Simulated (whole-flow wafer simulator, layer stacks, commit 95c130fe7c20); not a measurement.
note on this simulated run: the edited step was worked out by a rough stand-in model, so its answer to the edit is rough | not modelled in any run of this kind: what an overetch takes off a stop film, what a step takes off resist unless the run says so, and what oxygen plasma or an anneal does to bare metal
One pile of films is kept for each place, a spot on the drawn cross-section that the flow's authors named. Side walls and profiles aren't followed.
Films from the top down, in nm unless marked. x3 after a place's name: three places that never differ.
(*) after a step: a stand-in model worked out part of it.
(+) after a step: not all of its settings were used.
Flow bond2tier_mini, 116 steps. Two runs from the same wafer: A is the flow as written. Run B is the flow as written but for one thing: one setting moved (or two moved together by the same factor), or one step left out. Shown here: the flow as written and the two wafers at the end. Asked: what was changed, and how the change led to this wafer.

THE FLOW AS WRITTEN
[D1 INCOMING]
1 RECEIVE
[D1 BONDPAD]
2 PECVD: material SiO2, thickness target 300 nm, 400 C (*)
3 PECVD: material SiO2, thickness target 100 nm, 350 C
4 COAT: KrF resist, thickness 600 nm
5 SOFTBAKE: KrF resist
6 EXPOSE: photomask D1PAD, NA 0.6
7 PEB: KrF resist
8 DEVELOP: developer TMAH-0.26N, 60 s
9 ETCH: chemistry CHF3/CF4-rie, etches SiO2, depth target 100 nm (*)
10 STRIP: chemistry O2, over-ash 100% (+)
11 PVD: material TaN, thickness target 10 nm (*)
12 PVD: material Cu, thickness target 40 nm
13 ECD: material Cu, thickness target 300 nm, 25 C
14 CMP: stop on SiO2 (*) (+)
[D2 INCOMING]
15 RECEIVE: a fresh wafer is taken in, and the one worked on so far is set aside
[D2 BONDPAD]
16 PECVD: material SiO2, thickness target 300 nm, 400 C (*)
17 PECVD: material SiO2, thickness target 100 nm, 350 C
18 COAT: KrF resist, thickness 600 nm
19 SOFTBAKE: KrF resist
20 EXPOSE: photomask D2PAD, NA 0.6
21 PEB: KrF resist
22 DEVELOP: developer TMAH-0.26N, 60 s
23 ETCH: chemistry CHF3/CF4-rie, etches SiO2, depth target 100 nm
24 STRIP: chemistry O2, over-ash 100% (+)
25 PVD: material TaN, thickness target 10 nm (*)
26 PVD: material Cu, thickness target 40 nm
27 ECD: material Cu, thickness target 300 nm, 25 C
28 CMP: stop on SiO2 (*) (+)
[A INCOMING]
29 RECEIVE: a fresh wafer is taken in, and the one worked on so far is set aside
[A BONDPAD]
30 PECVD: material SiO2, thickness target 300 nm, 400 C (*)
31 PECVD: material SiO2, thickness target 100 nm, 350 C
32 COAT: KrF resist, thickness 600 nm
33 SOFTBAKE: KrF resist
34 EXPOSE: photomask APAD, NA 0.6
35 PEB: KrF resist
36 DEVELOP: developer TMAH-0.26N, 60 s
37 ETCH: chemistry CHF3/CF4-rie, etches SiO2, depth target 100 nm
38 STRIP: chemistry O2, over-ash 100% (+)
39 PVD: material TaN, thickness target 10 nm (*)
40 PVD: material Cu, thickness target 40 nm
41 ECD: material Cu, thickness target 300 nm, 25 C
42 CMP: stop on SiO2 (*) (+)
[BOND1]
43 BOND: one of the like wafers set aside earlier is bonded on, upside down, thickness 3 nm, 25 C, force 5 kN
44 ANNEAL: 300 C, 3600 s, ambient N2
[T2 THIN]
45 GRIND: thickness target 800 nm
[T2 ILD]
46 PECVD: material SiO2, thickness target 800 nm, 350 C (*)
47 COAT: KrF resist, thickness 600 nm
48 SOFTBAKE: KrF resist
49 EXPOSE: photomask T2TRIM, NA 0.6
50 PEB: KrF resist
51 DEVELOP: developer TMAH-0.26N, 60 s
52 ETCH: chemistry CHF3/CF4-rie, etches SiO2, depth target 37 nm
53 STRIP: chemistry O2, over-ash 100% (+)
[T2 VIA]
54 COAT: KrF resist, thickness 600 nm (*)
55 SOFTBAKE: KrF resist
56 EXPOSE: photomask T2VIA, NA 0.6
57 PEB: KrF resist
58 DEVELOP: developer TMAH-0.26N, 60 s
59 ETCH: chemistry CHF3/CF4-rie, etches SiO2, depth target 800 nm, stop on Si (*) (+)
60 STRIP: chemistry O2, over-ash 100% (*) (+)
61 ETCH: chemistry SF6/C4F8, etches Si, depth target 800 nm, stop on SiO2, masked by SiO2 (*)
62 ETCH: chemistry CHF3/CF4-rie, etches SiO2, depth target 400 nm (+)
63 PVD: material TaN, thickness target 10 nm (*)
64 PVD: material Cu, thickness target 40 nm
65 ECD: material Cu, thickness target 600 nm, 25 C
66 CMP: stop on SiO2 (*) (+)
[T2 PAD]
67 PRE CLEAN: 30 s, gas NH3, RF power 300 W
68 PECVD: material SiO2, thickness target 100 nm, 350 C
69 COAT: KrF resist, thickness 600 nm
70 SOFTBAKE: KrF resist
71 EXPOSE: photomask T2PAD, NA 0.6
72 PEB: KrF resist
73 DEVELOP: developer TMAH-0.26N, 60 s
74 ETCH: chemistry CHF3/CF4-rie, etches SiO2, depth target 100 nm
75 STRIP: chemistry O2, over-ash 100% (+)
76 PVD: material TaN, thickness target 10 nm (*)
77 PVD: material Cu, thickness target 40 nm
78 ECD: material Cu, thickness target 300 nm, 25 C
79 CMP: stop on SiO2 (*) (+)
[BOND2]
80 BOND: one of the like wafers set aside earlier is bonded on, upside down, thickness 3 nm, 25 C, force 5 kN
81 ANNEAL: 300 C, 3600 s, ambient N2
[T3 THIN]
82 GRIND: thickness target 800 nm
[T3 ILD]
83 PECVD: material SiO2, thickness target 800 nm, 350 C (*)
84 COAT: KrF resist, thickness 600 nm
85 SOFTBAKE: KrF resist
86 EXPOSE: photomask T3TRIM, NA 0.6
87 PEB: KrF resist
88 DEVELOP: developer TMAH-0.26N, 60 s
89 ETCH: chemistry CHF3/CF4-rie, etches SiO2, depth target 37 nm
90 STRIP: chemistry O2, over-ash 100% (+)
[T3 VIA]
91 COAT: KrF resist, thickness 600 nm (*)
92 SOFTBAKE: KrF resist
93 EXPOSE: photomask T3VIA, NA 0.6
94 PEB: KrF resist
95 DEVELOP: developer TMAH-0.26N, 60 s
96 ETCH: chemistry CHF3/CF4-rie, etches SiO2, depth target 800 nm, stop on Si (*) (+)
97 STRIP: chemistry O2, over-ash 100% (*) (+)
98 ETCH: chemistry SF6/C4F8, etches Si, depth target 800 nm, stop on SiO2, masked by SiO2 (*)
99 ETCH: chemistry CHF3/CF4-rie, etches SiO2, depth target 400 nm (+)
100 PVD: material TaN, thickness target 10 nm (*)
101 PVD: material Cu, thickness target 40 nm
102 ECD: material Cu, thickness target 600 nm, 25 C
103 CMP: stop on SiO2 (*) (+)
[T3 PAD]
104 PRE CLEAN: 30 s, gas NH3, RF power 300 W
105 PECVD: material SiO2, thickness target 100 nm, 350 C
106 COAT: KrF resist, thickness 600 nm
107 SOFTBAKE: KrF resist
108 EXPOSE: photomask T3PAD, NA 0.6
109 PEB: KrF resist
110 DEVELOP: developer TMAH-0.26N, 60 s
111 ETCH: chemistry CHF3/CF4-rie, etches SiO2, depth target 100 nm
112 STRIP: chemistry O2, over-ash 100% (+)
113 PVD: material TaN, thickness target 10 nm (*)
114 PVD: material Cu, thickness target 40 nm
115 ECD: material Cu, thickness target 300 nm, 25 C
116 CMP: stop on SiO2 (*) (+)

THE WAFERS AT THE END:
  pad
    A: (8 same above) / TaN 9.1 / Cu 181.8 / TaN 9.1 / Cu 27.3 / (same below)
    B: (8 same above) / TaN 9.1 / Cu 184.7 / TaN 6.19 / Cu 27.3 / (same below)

The cause: step 76, PVD: thickness target 6.8 nm was run, where the flow has thickness target 10 nm.

How the change led to this, step by step:
  76 PVD: material TaN, thickness target 10 nm (*)
      field: A TaN +10 (new film) | B TaN +6.8 (new film)
      pad: A TaN +9.1 (new film) | B TaN +6.19 (new film)
  79 CMP: stop on SiO2 (*) (+)
      field: A Cu -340 (all of it), TaN -10 (all of it) | B Cu -340 (all of it), TaN -6.8 (all of it)
